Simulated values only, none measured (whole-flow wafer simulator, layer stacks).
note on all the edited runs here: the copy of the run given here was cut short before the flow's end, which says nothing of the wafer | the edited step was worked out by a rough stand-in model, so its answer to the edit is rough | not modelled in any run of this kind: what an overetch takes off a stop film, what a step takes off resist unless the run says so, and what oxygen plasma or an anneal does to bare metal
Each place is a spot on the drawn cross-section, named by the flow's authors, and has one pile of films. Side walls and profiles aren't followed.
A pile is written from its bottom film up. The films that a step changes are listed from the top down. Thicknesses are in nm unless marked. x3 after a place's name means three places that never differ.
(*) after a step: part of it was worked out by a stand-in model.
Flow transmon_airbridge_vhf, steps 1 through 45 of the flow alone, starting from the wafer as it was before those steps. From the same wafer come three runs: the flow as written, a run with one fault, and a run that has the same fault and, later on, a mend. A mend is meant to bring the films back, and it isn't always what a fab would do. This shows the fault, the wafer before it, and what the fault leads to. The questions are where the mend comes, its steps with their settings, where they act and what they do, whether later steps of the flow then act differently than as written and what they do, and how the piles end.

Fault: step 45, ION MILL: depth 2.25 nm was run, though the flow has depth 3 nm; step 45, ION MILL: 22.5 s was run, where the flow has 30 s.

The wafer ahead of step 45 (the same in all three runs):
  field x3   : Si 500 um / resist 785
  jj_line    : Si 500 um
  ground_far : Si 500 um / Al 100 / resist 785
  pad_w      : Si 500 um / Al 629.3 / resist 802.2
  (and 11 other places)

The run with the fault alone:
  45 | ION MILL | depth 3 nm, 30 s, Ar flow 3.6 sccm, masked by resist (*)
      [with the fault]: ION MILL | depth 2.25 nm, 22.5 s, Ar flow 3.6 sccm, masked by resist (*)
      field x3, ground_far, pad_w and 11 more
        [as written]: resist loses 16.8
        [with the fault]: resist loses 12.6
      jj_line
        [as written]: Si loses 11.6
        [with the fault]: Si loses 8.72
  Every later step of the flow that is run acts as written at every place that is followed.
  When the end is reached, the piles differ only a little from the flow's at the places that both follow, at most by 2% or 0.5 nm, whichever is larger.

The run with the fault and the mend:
  The mend follows step 45.
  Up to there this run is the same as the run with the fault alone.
  45a | ION MILL | depth 0.75 nm, 7.5 s, Ar flow 3.6 sccm, masked by resist (*) (the flow's step 45, run once more with other settings)
      field x3, ground_far, pad_w and 11 more
        resist loses 4.2
      jj_line
        Si loses 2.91
  Every later step of the flow that is run acts as written at every place that is followed.
  The piles end the same as the flow's at every place that both follow.
